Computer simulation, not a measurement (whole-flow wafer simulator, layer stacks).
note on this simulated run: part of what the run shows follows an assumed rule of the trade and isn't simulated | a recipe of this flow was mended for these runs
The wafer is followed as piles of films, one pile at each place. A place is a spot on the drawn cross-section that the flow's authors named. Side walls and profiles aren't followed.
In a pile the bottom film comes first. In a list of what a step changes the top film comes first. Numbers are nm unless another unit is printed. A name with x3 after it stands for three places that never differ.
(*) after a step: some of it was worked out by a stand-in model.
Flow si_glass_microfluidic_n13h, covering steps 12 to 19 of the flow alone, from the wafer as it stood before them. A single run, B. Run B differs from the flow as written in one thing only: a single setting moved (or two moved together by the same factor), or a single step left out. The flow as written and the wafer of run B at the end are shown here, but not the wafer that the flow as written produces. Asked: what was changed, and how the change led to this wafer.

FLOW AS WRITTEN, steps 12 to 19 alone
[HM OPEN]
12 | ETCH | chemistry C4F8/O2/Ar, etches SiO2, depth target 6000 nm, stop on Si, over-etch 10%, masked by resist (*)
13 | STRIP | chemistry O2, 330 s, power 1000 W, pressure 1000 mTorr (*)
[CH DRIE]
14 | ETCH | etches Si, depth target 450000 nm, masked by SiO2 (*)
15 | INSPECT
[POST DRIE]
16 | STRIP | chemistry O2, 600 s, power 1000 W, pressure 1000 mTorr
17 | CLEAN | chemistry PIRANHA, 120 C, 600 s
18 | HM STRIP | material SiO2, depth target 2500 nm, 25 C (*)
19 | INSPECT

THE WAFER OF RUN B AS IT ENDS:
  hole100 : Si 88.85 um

What caused this: step 12, ETCH: over-etch 8.5% was run, while the flow as written has over-etch 10%.

The path from the change to this, step by step:
  12 | ETCH | chemistry C4F8/O2/Ar, etches SiO2, depth target 6000 nm, stop on Si, over-etch 10%, masked by resist (*)
      hole100: SiO2 loses 6000 (all of it), Si loses 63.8 (in the flow as written it would be: SiO2 loses 6000 (all of it), Si loses 75)
